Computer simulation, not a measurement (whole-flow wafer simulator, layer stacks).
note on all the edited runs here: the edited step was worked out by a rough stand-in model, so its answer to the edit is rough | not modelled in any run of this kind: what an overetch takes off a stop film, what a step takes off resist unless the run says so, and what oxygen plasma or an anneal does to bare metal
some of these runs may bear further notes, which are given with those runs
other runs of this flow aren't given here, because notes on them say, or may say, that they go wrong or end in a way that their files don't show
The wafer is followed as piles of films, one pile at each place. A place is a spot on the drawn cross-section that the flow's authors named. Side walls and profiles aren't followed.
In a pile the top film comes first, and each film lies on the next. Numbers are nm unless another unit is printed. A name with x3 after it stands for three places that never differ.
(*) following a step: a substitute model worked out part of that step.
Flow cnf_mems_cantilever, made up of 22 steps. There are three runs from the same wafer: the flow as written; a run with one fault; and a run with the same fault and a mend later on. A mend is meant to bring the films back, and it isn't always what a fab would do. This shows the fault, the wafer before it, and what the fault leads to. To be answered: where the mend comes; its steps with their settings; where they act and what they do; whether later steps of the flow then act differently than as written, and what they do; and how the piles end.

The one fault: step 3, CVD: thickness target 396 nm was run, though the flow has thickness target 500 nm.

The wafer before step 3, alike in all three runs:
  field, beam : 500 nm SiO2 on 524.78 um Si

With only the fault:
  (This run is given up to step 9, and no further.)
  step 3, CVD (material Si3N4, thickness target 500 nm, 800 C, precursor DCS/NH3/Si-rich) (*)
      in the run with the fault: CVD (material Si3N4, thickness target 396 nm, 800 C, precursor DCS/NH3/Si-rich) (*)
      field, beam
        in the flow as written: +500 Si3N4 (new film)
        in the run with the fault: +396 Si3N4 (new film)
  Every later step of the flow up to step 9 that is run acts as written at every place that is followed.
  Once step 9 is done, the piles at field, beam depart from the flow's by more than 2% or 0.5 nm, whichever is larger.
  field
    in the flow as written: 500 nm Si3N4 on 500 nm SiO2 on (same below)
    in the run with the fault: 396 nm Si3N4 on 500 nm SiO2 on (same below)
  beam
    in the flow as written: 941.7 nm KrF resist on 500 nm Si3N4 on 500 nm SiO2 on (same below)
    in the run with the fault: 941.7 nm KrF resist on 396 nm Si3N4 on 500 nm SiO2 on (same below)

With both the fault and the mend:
  After step 9 comes the mend.
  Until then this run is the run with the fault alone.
  step 9a, STRIP (chemistry O2, power 800 W) (*)
      beam
        -941.7 KrF resist (all of it)
  step 9b, CLEAN (chemistry SC1/SC2) (*) (a further turn of the flow's step 1)
      leaves every film unchanged at each place that is followed
  step 9c, CVD (material Si3N4, thickness target 104 nm, 800 C, precursor DCS/NH3/Si-rich) (*) (a further turn of the flow's step 3, with different settings)
      field, beam
        +104 Si3N4
  step 9d, HMDS (a further turn of the flow's step 4)
      leaves every film unchanged at each place that is followed
  step 9e, COAT (KrF resist, thickness 1000 nm) (a further turn of the flow's step 5)
      field, beam
        +1000 KrF resist (new film)
  step 9f, SOFTBAKE (KrF resist) (a further turn of the flow's step 6)
      leaves every film unchanged at each place that is followed
  step 9g, EXPOSE (photomask CANTILEVER) (a further turn of the flow's step 7)
      leaves every film unchanged at each place that is followed
  step 9h, PEB (KrF resist, 135 C, 90 s) (a further turn of the flow's step 8)
      field, beam
        -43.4 KrF resist
  step 9i, DEVELOP (developer TMAH-0.26N, 60 s) (a further turn of the flow's step 9)
      field
        -956.6 KrF resist (all of it)
      beam
        -14.9 KrF resist
  Every later step of the flow that is run acts as written at every place that is followed.
  By the end, the piles equal the flow's at every place that both follow.
